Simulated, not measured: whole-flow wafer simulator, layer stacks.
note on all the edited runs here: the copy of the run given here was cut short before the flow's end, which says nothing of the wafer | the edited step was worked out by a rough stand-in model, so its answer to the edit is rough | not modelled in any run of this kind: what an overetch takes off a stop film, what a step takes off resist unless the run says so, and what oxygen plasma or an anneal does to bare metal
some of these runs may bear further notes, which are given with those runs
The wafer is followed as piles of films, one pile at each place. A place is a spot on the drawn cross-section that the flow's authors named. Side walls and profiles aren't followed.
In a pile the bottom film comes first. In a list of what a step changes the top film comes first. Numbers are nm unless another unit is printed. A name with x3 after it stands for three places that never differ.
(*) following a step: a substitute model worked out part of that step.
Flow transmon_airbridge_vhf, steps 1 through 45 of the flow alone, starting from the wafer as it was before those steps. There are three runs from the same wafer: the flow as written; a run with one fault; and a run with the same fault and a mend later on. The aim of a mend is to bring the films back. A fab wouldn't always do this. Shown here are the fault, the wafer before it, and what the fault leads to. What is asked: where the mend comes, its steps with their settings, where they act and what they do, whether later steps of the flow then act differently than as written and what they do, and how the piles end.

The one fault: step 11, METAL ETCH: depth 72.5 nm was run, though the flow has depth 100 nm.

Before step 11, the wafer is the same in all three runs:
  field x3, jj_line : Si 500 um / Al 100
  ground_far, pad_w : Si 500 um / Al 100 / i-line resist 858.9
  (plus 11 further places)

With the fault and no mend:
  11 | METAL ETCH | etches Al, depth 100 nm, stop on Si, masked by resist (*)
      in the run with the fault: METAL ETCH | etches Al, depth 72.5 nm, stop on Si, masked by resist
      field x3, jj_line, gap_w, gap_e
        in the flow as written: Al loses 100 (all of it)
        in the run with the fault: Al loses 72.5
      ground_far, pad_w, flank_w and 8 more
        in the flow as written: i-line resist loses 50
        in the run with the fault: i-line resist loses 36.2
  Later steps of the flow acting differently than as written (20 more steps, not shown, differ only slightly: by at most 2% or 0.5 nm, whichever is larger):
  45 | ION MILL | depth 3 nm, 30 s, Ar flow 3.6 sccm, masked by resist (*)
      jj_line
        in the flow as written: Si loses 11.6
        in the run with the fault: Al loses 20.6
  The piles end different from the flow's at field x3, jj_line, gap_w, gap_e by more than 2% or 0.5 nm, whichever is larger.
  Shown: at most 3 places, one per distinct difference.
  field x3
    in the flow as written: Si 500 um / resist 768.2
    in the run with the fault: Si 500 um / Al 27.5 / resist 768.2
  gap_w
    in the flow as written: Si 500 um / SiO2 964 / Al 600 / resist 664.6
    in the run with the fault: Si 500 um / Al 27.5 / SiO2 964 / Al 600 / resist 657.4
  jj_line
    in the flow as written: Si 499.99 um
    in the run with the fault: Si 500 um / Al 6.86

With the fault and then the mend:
  After step 11 comes the mend.
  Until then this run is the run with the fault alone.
  11a | METAL ETCH | etches Al, depth 27.5 nm, stop on Si, masked by resist (*) (a further turn of the flow's step 11, with different settings)
      ground_far, pad_w, flank_w and 8 more
        i-line resist loses 13.8
      field x3, jj_line, gap_w, gap_e
        Al loses 27.5 (all of it)
  Every later step of the flow that is run acts as written at every place that is followed.
  The piles end the same as the flow's at every place that both follow.
